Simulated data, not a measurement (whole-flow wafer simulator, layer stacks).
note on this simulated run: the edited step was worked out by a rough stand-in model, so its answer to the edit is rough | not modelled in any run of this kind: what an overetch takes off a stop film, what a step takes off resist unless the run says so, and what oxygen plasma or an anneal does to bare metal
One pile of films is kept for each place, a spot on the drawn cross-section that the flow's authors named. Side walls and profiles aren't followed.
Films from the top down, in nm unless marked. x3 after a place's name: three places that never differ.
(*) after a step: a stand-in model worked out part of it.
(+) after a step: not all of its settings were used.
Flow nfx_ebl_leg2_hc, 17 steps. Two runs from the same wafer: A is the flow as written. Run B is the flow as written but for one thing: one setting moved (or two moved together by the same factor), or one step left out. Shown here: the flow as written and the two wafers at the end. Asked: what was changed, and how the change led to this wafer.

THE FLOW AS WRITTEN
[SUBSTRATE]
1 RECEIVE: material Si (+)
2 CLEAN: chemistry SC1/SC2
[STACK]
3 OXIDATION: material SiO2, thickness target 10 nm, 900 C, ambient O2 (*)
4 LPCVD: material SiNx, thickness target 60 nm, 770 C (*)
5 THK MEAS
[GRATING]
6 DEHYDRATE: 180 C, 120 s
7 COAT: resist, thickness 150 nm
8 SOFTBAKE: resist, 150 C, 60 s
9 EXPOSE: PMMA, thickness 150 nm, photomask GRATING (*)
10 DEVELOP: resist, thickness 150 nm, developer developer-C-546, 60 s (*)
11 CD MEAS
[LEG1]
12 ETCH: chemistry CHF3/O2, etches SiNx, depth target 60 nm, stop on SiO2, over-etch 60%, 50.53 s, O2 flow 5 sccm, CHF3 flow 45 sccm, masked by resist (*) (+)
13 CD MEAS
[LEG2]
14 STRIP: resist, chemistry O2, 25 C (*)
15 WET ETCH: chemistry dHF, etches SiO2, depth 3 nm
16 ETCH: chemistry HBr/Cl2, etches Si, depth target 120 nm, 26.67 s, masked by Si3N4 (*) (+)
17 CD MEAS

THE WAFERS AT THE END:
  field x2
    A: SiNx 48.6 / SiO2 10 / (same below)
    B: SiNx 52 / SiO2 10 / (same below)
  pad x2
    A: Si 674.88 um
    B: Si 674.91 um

The cause: step 16, ETCH: depth target 84 nm was run, where the flow has depth target 120 nm; step 16, ETCH: 18.67 s was run, where the flow has 26.67 s.

How the change led to this, step by step:
  16 ETCH: chemistry HBr/Cl2, etches Si, depth target 120 nm, 26.67 s, masked by Si3N4 (*) (+)
      field x2: A SiNx -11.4 | B SiNx -8
      pad x2: A Si -120 | B Si -84
